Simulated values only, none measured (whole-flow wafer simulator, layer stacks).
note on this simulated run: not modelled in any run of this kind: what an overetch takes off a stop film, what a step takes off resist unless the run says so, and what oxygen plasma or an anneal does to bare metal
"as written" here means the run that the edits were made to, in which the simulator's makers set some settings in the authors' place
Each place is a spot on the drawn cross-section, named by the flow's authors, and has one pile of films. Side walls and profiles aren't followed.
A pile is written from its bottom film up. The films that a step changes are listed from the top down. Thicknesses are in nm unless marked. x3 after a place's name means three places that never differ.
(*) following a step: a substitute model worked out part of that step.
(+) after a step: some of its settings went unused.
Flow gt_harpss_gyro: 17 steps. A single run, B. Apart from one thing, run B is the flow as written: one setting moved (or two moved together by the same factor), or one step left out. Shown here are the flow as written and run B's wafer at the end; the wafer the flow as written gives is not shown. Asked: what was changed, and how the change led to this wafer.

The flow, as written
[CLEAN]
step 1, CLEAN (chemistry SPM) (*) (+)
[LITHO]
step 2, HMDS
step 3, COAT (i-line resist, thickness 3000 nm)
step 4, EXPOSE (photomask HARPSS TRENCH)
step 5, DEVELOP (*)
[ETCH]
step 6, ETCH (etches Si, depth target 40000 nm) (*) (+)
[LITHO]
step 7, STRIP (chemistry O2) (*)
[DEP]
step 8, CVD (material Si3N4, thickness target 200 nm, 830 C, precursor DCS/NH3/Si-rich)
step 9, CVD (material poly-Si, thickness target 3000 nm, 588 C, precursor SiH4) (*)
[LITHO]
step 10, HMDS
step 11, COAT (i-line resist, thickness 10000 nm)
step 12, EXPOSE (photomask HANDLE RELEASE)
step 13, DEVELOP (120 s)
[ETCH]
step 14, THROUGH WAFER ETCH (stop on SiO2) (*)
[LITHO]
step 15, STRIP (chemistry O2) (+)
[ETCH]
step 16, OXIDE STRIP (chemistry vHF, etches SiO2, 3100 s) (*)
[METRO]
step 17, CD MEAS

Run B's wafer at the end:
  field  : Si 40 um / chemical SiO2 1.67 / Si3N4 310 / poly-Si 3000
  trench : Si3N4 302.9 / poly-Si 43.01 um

Cause: step 8, CVD: thickness target 310 nm was run, while the flow as written has thickness target 200 nm.
The wafer lets one read it off: field has Si3N4 310, and step 8 as written asks for 200 nm.

How this came from the change, step by step:
  step 8, CVD (material Si3N4, thickness target 200 nm, 830 C, precursor DCS/NH3/Si-rich)
      field: +310 Si3N4 (new film) (as written it would have been: +200 Si3N4 (new film))
      trench: +302.9 Si3N4 (new film) (as written it would have been: +195.9 Si3N4 (new film))
